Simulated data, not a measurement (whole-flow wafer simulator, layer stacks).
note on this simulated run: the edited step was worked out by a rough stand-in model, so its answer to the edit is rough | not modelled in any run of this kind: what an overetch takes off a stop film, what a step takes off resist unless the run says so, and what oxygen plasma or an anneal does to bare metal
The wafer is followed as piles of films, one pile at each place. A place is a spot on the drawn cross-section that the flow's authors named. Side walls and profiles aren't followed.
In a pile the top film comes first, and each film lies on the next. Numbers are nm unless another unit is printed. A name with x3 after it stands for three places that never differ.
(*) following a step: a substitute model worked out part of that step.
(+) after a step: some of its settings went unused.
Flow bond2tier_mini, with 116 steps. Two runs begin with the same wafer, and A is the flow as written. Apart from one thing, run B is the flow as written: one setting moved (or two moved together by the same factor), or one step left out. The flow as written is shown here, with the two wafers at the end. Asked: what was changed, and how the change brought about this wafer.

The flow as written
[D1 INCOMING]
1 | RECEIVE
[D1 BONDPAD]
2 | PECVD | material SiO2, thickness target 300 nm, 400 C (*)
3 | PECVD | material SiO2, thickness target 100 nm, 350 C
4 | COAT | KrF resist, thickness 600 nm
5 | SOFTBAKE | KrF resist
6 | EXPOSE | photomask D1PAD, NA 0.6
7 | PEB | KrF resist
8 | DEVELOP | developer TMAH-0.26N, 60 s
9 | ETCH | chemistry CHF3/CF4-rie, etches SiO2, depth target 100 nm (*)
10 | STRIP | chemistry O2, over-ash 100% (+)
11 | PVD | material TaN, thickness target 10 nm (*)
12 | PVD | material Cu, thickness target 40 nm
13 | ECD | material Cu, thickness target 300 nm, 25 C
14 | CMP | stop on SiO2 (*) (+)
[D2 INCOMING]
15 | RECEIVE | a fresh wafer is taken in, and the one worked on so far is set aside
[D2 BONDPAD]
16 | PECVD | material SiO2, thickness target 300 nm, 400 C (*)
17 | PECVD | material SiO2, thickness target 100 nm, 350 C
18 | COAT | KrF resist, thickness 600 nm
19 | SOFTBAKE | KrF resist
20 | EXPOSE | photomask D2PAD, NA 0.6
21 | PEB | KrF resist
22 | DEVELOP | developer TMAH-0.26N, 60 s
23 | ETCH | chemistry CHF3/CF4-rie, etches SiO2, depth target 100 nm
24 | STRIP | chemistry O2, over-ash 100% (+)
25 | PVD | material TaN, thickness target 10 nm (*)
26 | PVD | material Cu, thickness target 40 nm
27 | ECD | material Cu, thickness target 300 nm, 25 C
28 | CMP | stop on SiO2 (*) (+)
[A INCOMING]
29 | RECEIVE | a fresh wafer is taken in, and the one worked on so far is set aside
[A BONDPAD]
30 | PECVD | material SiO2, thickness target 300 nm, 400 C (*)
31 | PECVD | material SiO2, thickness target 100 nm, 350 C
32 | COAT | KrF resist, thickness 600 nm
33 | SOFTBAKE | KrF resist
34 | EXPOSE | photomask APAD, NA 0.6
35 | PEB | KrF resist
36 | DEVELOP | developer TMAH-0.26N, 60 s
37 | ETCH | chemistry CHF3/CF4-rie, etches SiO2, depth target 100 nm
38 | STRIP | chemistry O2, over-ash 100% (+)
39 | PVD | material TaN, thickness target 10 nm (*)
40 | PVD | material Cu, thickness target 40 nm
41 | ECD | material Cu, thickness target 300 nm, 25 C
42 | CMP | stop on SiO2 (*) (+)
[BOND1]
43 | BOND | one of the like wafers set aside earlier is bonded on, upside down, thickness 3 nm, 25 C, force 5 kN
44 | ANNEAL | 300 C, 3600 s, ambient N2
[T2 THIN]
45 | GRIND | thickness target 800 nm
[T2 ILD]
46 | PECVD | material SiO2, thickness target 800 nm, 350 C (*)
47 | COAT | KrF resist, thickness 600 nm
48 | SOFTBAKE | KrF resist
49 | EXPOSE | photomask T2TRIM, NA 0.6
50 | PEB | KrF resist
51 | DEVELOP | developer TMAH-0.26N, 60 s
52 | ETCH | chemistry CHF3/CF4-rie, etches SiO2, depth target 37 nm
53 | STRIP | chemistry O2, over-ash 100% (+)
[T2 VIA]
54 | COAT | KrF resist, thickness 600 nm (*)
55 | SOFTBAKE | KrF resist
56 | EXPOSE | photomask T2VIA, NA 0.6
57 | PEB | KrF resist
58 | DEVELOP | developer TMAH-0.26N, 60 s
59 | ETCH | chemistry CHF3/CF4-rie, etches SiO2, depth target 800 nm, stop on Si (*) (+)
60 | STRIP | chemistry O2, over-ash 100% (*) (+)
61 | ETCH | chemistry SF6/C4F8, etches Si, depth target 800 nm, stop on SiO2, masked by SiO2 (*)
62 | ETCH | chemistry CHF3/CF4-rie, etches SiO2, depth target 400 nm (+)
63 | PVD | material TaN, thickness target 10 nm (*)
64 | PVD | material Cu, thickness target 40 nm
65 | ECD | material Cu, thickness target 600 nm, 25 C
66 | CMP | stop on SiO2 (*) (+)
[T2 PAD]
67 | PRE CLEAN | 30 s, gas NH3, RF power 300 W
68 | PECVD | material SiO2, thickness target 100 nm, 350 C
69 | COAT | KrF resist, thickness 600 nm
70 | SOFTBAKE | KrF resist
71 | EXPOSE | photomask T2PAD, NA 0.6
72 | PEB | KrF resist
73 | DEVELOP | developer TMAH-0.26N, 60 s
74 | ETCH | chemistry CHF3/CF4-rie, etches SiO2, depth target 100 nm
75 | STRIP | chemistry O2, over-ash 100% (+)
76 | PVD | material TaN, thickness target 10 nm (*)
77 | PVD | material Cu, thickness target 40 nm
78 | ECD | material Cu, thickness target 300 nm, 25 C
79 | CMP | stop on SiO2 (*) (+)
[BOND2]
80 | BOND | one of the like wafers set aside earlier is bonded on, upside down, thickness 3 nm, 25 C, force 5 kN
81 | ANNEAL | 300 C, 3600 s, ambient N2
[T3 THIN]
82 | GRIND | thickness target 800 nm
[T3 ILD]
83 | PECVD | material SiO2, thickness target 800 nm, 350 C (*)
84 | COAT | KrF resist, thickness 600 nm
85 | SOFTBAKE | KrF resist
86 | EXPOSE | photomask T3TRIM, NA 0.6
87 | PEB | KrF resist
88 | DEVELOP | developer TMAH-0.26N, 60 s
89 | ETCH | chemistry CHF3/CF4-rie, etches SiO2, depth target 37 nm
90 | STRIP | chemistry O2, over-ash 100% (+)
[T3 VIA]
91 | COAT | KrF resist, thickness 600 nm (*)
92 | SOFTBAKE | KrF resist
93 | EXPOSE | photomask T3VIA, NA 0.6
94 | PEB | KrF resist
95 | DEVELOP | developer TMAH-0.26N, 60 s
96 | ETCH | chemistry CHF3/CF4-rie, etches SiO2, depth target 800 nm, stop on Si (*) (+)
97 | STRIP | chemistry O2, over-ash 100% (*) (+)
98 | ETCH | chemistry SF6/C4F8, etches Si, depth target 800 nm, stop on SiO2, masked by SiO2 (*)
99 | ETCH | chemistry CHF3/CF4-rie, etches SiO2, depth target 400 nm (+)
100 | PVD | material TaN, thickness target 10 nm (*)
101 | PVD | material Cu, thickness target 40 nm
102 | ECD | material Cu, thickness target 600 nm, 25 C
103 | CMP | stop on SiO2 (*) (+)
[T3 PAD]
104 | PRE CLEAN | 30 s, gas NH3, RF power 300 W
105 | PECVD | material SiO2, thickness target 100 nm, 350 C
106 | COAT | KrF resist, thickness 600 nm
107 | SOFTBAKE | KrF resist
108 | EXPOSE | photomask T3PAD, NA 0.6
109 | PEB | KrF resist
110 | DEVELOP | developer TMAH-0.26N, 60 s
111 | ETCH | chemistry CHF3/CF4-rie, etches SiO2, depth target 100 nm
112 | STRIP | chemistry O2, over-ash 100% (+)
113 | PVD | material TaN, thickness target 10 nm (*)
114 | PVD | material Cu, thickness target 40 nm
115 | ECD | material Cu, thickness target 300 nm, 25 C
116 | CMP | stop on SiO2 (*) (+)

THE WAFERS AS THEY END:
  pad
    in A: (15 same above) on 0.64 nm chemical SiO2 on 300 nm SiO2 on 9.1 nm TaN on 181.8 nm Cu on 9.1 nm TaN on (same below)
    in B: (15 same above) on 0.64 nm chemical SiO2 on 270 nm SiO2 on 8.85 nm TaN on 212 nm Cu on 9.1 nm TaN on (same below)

Cause: step 9, ETCH: depth target 130 nm was run, though the flow has depth target 100 nm.

The path from the change to this, step by step:
  9 | ETCH | chemistry CHF3/CF4-rie, etches SiO2, depth target 100 nm (*)
      pad, via: A SiO2 loses 100 | B SiO2 loses 130
      field: A KrF resist loses 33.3 | B KrF resist loses 43.3
  12 | PVD | material Cu, thickness target 40 nm
      pad: A Cu gains 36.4 (new film) | B Cu gains 35.4 (new film)
  13 | ECD | material Cu, thickness target 300 nm, 25 C
      pad: A Cu gains 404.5 | B Cu gains 435.8
      via: A Cu gains 400.2 | B Cu gains 430.4
  43 | BOND | one of the like wafers set aside earlier is bonded on, upside down, thickness 3 nm, 25 C, force 5 kN
      pad: A Si gains 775 um (new film), chemical SiO2 gains 0.64 (new film), SiO2 gains 300 (new film), TaN gains 9.1 (new film), Cu gains 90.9 | B Si gains 775 um (new film), chemical SiO2 gains 0.64 (new film), SiO2 gains 270 (new film), TaN gains 8.85 (new film), Cu gains 121.2
      via: A Si gains 775 um (new film), chemical SiO2 gains 0.64 (new film), SiO2 gains 300 (new film), TaN gains 9.97 (new film), Cu gains 90 | B Si gains 775 um (new film), chemical SiO2 gains 0.64 (new film), SiO2 gains 270 (new film), TaN gains 9.94 (new film), Cu gains 120.1
